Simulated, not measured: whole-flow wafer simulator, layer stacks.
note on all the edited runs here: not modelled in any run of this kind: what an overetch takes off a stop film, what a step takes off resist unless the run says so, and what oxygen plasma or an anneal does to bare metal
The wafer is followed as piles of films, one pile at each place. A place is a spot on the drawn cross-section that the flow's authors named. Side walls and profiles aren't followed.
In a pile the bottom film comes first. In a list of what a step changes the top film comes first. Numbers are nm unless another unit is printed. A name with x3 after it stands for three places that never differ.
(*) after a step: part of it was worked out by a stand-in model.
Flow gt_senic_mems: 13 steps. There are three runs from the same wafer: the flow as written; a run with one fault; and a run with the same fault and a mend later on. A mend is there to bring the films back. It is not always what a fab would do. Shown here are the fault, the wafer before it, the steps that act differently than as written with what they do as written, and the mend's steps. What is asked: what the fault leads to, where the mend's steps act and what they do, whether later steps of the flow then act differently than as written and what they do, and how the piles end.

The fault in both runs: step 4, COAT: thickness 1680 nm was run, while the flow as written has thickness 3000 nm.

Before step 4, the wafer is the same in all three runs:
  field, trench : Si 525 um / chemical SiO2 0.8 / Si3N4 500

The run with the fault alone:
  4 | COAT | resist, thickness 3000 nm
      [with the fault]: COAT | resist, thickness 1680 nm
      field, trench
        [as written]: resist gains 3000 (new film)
        [with the fault]: resist gains 1680 (new film)
  Later steps of the flow acting differently than as written:
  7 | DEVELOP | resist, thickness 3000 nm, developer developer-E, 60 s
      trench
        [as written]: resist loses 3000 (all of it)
        [with the fault]: resist loses 1680 (all of it)
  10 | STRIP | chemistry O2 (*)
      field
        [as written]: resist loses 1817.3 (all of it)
        [with the fault]: resist loses 497.3 (all of it)
  At the end the piles are close to the flow's at the places that both follow, differing by at most 2% or 0.5 nm, whichever is larger.

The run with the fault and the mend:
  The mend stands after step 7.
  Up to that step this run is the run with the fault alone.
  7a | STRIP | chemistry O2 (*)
      field
        resist loses 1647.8 (all of it)
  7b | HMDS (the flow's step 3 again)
      alters no film at any place that is followed
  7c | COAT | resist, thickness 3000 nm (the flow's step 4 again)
      field, trench
        resist gains 3000 (new film)
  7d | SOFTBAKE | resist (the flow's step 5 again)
      alters no film at any place that is followed
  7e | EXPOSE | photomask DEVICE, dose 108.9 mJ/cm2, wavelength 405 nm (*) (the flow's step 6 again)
      alters no film at any place that is followed
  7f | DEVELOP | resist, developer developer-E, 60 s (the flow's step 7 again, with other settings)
      field
        resist loses 32.2
      trench
        resist loses 3000 (all of it)
  Later steps of the flow that are run all act as written at every place that is followed.
  By the end, the piles equal the flow's at every place that both follow.
